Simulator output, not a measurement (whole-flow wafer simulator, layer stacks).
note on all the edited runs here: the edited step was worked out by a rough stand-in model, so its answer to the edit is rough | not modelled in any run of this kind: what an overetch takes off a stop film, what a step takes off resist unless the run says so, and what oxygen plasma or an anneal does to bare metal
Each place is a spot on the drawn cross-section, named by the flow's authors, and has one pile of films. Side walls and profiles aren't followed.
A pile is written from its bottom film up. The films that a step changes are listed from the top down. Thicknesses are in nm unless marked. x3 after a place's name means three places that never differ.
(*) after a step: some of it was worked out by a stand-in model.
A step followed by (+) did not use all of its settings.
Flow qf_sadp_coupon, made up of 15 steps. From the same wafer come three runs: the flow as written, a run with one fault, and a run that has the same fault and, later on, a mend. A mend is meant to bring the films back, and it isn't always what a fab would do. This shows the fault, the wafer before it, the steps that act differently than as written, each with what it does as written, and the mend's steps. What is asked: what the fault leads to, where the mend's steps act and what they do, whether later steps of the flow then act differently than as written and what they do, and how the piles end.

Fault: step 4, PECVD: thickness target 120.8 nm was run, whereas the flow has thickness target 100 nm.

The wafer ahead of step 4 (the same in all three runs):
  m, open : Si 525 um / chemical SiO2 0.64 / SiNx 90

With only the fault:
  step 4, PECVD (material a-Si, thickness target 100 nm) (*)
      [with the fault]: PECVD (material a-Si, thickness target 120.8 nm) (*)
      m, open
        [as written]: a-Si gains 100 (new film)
        [with the fault]: a-Si gains 120.8 (new film)
  Steps further on in the flow that do not act as written:
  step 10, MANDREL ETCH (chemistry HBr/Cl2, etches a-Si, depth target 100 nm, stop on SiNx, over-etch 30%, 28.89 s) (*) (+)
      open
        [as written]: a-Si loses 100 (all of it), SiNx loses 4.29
        [with the fault]: a-Si loses 120.8 (all of it), SiNx loses 1.31
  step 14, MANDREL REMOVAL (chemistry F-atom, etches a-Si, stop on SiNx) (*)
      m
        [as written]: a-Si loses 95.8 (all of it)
        [with the fault]: a-Si loses 116.6 (all of it)
  At open, the piles at the end differ from the flow's by more than 2% or 0.5 nm, whichever is larger.
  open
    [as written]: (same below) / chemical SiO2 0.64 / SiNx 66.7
    [with the fault]: (same below) / chemical SiO2 0.64 / SiNx 69.6

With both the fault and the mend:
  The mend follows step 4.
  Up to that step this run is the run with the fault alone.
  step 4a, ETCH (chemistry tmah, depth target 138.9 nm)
      m, open
        a-Si loses 120.8 (all of it)
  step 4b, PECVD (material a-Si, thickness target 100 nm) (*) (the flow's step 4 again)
      m, open
        a-Si gains 100 (new film)
  Every later step of the flow that is run acts as written at every place that is followed.
  At every place that both follow, the piles at the end match the flow's.
